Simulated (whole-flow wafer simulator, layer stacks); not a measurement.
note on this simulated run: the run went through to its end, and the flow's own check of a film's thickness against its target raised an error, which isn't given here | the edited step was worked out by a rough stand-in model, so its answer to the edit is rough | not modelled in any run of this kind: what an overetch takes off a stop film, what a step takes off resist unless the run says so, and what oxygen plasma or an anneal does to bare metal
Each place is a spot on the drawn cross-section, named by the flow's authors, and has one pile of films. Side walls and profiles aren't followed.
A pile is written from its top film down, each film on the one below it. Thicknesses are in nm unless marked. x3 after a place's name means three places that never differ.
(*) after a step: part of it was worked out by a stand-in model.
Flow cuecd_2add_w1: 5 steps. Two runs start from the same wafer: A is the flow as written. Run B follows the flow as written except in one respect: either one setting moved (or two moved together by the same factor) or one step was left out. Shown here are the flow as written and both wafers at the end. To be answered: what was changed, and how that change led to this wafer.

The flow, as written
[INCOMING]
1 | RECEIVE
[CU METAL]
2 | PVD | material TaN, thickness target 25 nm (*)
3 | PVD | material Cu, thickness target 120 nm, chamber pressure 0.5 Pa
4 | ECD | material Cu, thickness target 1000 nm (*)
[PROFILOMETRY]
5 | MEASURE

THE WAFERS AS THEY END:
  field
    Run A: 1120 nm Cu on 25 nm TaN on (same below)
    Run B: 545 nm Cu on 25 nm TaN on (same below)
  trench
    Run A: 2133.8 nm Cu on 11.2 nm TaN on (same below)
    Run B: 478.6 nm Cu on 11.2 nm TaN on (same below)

The reason: step 4, ECD: thickness target 425 nm was run, while the flow as written has thickness target 1000 nm.

Step by step, how the change led to this:
  4 | ECD | material Cu, thickness target 1000 nm (*)
      field: A +1000 Cu | B +425 Cu
      trench: A +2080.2 Cu | B +425 Cu
